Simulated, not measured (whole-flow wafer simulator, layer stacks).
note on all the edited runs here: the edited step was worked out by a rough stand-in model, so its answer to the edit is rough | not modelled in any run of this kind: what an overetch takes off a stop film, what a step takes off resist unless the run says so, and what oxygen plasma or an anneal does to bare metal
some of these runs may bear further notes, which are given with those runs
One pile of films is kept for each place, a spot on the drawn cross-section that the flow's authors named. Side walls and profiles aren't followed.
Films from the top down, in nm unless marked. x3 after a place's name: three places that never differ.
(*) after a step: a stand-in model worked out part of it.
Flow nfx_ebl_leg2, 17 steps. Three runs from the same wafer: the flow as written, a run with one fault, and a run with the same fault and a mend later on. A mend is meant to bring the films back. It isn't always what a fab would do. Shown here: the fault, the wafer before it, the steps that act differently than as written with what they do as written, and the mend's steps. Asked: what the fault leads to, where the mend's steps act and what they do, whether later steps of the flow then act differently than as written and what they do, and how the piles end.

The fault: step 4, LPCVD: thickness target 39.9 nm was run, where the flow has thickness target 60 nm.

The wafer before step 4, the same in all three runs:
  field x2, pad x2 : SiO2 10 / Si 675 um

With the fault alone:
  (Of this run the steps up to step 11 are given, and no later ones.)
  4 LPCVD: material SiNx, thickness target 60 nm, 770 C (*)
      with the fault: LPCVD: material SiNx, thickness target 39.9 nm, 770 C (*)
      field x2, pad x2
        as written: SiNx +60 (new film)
        with the fault: SiNx +39.9 (new film)
  No later step of the flow up to step 11 acts differently than as written at any place that is followed.
  After step 11 the piles differ from the flow's by more than 2% or 0.5 nm, whichever is larger, at field x2, pad x2.
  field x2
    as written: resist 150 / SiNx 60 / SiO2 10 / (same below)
    with the fault: resist 150 / SiNx 39.9 / SiO2 10 / (same below)
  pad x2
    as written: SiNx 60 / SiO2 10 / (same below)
    with the fault: SiNx 39.9 / SiO2 10 / (same below)

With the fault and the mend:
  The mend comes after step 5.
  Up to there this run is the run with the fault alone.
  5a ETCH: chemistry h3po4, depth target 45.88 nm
      field x2, pad x2
        SiNx -39.9 (all of it)
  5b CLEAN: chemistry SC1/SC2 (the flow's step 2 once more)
      changes no film at any place that is followed
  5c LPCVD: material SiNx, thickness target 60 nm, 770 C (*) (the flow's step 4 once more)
      field x2, pad x2
        SiNx +60 (new film)
  No later step of the flow acts differently than as written at any place that is followed.
  At the end the piles are the same as the flow's at every place that both follow.
